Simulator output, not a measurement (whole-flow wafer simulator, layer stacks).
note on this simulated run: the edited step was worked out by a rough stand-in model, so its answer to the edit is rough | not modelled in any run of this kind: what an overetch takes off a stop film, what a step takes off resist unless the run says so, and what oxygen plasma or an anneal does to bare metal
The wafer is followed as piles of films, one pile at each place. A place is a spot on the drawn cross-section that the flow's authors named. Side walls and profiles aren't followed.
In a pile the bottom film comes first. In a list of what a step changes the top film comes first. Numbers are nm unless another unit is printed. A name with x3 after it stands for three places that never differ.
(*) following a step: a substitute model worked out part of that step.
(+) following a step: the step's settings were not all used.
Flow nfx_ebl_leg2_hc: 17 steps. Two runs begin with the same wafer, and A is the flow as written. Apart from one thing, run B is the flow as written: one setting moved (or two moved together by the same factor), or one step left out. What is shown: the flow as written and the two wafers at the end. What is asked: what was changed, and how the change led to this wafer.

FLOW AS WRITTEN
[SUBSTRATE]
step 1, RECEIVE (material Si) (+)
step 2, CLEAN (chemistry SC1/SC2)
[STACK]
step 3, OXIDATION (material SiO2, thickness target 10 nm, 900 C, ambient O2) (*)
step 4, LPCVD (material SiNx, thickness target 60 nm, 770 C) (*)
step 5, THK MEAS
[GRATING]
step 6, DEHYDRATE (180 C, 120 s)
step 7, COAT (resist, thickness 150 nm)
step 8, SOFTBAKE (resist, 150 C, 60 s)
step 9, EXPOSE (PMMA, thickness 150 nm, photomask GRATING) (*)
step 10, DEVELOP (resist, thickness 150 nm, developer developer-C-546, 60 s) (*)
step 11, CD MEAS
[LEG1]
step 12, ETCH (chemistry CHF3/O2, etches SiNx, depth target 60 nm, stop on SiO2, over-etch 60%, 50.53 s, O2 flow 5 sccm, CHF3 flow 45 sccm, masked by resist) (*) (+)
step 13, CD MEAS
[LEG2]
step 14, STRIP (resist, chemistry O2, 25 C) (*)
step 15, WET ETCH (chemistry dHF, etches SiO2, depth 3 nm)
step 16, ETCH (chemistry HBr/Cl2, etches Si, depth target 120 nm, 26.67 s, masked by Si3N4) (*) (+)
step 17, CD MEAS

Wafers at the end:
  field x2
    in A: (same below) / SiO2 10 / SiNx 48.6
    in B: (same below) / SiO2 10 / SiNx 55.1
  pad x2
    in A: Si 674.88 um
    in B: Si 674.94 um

The reason: step 16, ETCH: depth target 51 nm was run, while the flow as written has depth target 120 nm; step 16, ETCH: 11.33 s was run, where the flow has 26.67 s.

The path from the change to this, step by step:
  step 16, ETCH (chemistry HBr/Cl2, etches Si, depth target 120 nm, 26.67 s, masked by Si3N4) (*) (+)
      field x2: A SiNx loses 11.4 | B SiNx loses 4.86
      pad x2: A Si loses 120 | B Si loses 51
